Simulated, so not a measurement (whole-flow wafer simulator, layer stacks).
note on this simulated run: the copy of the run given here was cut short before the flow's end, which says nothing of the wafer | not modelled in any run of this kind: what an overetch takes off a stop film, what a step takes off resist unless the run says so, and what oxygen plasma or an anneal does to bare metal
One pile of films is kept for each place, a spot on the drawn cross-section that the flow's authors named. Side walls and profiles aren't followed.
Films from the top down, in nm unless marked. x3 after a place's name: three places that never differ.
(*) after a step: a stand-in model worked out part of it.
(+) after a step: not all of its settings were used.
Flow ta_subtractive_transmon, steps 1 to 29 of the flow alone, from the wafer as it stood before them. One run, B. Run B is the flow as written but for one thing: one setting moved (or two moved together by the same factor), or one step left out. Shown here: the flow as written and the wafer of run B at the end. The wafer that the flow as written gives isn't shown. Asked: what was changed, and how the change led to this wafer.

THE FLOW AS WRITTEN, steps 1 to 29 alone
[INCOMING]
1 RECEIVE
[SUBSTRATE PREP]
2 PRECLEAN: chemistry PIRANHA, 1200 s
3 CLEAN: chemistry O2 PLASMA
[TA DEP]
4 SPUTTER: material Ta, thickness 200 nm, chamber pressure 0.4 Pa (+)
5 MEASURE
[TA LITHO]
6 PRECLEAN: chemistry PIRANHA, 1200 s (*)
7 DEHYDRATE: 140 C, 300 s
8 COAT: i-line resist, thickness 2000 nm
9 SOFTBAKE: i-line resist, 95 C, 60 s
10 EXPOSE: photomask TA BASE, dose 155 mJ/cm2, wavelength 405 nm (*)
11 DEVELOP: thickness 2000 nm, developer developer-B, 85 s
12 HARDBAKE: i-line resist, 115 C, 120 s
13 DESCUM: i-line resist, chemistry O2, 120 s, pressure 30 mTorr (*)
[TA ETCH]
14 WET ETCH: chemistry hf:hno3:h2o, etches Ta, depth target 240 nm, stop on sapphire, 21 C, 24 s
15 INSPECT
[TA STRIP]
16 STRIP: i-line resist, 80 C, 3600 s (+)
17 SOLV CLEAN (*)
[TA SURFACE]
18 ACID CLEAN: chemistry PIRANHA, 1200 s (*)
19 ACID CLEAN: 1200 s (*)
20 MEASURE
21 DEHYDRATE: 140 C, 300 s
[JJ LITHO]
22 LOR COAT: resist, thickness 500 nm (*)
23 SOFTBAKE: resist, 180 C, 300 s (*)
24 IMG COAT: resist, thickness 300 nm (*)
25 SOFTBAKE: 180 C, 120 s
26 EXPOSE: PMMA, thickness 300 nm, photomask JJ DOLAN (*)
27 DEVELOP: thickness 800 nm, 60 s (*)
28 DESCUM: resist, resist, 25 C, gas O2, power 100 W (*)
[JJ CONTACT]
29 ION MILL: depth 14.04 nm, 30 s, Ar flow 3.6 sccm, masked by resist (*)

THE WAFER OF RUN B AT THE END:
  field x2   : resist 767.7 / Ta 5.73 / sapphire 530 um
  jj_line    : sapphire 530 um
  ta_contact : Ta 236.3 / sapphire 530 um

The cause: step 4, SPUTTER: thickness 246 nm was run, where the flow has thickness 200 nm.

How the change led to this, step by step:
  4 SPUTTER: material Ta, thickness 200 nm, chamber pressure 0.4 Pa (+)
      field x2, jj_line, lead, ta_contact, ta_pad: Ta +246 (new film) (as written it would be: Ta +200 (new film))
  14 WET ETCH: chemistry hf:hno3:h2o, etches Ta, depth target 240 nm, stop on sapphire, 21 C, 24 s
      field x2, jj_line, lead: Ta -240 (as written it would be: Ta -200 (all of it))
  22 LOR COAT: resist, thickness 500 nm (*)
      ta_contact: resist +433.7 (new film) (as written it would be: resist +443.8 (new film))
  29 ION MILL: depth 14.04 nm, 30 s, Ar flow 3.6 sccm, masked by resist (*)
      jj_line, lead: Ta -5.73 (all of it), sapphire -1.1 (as written it would be: sapphire -2.8)
Counting metal films that touch as one body, field x2 has 1 body; the flow as written gives 0 bodies.
